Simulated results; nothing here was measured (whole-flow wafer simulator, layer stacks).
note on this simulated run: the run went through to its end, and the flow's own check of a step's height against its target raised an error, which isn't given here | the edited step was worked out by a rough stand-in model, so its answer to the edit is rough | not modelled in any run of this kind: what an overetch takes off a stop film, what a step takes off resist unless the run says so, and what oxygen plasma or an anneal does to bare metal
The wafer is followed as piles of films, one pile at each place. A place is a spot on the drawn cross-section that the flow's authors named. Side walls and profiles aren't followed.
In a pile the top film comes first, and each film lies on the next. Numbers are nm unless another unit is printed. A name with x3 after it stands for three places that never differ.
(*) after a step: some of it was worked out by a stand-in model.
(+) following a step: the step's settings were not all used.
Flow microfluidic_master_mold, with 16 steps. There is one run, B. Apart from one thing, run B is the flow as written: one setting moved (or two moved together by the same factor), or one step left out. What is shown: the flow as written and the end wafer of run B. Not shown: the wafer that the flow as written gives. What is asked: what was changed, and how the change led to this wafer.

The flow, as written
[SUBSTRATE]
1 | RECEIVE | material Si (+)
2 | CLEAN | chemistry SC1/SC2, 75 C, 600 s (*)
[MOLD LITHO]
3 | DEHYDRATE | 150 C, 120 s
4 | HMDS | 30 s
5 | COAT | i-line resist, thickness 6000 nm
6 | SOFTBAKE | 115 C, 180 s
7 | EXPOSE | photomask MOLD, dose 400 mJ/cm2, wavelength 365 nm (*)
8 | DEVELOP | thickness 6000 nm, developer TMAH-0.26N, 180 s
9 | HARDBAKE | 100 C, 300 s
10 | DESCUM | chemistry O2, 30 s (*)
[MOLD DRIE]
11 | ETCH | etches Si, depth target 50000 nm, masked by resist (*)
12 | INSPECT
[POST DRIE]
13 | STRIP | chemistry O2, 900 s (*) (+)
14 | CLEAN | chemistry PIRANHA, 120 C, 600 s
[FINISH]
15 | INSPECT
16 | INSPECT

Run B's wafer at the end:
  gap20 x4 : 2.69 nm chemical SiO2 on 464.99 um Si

What caused this: step 11, ETCH: depth target 60000 nm was run, though the flow has depth target 50000 nm.

The path from the change to this, step by step:
  11 | ETCH | etches Si, depth target 50000 nm, masked by resist (*)
      gap20 x4: chemical SiO2 loses 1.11 (all of it), Si loses 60 um (it would be, as written: chemical SiO2 loses 1.11 (all of it), Si loses 50 um)
      ridge: i-line resist loses 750 (it would be, as written: i-line resist loses 625)
  13 | STRIP | chemistry O2, 900 s (*) (+)
      ridge: i-line resist loses 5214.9 (all of it), chemical SiO2 gains 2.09, Si loses 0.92 (it would be, as written: i-line resist loses 5339.9 (all of it), chemical SiO2 gains 2.09, Si loses 0.92)
